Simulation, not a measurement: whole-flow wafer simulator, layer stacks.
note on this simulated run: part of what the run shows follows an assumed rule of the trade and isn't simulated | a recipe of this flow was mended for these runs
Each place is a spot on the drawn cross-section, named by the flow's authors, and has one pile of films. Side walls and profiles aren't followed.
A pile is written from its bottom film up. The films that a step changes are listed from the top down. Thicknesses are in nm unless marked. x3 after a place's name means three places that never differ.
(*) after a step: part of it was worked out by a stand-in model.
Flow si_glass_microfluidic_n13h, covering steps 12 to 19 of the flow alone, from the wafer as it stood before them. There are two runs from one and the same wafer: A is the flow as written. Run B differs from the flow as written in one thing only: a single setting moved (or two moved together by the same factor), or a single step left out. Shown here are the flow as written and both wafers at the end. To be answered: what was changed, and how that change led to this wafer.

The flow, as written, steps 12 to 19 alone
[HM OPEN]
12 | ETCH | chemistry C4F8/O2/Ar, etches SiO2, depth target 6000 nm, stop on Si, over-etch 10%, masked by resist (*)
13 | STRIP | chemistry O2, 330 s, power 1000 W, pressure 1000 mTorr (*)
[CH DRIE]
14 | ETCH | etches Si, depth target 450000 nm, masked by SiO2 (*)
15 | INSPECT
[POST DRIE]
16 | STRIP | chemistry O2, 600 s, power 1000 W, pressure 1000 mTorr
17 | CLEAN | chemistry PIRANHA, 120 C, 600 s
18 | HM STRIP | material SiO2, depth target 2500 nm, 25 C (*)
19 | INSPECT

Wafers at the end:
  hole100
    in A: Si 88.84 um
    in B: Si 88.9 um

What caused this: step 12, ETCH: depth target 5568 nm was run, while the flow as written has depth target 6000 nm.

Step by step, how the change led to this:
  12 | ETCH | chemistry C4F8/O2/Ar, etches SiO2, depth target 6000 nm, stop on Si, over-etch 10%, masked by resist (*)
      land: A -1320 thick-i-line-resist | B -1225 thick-i-line-resist
      hole100: A -6000 SiO2 (all of it), -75 Si | B -6000 SiO2 (all of it), -15.6 Si
  13 | STRIP | chemistry O2, 330 s, power 1000 W, pressure 1000 mTorr (*)
      land: A -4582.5 thick-i-line-resist (all of it) | B -4677.6 thick-i-line-resist (all of it)
